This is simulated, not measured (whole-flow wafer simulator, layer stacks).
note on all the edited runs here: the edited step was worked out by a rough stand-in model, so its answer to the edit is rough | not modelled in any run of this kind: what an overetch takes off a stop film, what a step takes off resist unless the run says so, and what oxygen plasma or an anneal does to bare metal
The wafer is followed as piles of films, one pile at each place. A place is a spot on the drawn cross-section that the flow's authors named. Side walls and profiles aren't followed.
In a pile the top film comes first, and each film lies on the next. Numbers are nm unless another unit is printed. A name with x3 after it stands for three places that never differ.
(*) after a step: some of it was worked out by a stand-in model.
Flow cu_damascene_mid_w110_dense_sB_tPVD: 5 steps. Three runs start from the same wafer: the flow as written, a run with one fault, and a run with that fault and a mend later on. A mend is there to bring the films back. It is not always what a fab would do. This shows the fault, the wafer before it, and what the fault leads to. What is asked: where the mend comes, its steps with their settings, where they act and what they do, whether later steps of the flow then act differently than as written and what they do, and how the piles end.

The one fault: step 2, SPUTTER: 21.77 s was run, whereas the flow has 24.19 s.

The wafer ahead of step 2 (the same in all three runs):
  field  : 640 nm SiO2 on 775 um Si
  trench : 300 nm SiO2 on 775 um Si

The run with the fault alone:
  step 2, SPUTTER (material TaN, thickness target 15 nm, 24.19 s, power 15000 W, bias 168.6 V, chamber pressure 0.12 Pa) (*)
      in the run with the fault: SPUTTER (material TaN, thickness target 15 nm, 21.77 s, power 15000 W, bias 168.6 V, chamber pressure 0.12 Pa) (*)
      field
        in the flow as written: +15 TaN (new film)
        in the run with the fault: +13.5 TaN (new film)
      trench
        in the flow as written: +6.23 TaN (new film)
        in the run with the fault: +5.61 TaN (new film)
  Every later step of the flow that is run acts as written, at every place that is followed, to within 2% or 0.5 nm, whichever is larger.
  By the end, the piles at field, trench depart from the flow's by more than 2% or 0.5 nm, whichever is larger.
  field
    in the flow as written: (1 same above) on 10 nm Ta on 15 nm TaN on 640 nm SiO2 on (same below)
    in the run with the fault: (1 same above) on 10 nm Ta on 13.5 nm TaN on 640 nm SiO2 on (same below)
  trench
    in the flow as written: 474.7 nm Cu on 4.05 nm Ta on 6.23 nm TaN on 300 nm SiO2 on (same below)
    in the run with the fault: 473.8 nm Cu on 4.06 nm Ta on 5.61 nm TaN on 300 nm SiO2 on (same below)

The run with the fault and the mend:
  The mend follows step 2.
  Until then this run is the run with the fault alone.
  step 2a, SPUTTER (material TaN, thickness target 15 nm, 2.42 s, power 15000 W, bias 168.6 V, chamber pressure 0.12 Pa) (*) (a further turn of the flow's step 2, with different settings)
      field
        +1.5 TaN
      trench
        +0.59 TaN
  Every later step of the flow that is run acts as written, at every place that is followed, to within 2% or 0.5 nm, whichever is larger.
  At the end the piles are close to the flow's at the places that both follow, differing by at most 2% or 0.5 nm, whichever is larger.
